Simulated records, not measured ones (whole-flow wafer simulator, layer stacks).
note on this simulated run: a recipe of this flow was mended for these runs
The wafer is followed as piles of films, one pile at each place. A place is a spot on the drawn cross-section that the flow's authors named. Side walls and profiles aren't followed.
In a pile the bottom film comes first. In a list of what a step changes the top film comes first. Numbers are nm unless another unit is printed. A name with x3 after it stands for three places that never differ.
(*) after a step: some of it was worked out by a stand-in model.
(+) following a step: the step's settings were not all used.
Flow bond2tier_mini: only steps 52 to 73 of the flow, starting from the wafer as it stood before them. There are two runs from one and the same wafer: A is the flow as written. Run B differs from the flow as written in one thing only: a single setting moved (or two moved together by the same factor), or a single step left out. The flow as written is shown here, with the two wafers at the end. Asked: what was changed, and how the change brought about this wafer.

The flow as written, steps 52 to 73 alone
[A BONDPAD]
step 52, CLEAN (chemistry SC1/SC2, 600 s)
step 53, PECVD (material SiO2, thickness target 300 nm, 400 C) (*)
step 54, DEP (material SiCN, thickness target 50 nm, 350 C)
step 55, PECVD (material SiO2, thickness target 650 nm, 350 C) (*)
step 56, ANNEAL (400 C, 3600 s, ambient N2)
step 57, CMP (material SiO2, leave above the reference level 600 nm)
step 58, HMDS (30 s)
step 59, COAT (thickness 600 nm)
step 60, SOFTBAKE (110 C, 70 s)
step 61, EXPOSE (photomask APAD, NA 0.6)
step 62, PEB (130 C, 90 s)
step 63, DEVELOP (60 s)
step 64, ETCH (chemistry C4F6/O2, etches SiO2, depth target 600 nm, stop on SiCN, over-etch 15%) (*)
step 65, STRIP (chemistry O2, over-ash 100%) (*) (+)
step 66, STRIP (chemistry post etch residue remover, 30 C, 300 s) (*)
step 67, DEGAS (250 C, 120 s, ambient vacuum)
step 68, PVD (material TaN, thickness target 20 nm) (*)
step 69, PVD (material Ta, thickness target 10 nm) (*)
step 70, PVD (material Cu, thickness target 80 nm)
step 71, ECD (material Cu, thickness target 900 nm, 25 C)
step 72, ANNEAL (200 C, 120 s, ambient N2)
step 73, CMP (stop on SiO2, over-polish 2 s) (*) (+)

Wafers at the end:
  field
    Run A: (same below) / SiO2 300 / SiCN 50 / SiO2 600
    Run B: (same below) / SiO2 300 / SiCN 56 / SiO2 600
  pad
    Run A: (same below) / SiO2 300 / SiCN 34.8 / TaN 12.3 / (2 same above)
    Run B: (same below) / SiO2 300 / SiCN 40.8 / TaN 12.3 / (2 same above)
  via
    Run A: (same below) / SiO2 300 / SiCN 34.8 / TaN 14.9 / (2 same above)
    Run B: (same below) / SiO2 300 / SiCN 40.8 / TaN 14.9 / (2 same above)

What caused this: step 54, DEP: thickness target 56 nm was run, while the flow as written has thickness target 50 nm.
The wafer lets one read it off: field has SiCN 56, and step 54 as written asks for 50 nm.

The path from the change to this, step by step:
  step 54, DEP (material SiCN, thickness target 50 nm, 350 C)
      field, pad, via: A +50 SiCN (new film) | B +56 SiCN (new film)
